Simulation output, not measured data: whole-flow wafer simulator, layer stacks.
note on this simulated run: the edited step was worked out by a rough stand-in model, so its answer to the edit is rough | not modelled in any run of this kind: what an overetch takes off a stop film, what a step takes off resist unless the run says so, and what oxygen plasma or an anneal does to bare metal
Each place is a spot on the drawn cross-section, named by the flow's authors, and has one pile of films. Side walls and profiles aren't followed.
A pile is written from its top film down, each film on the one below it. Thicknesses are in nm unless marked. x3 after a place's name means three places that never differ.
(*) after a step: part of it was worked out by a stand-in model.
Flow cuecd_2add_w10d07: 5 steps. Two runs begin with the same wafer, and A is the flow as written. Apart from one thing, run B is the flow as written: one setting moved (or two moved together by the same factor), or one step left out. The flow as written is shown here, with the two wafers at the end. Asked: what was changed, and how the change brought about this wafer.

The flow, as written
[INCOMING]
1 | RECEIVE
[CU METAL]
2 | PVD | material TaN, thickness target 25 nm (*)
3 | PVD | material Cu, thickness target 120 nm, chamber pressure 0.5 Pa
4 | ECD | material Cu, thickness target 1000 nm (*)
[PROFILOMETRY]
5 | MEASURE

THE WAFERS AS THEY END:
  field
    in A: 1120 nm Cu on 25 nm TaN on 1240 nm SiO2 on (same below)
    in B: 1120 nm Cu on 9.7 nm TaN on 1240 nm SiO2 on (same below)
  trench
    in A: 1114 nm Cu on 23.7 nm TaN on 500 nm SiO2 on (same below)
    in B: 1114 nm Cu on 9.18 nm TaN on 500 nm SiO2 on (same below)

What caused this: step 2, PVD: thickness target 9.7 nm was run, though the flow has thickness target 25 nm.
The wafer lets one read it off: field has TaN 9.7, and step 2 as written asks for 25 nm.

How this came from the change, step by step:
  2 | PVD | material TaN, thickness target 25 nm (*)
      field: A TaN gains 25 (new film) | B TaN gains 9.7 (new film)
      trench: A TaN gains 23.7 (new film) | B TaN gains 9.18 (new film)
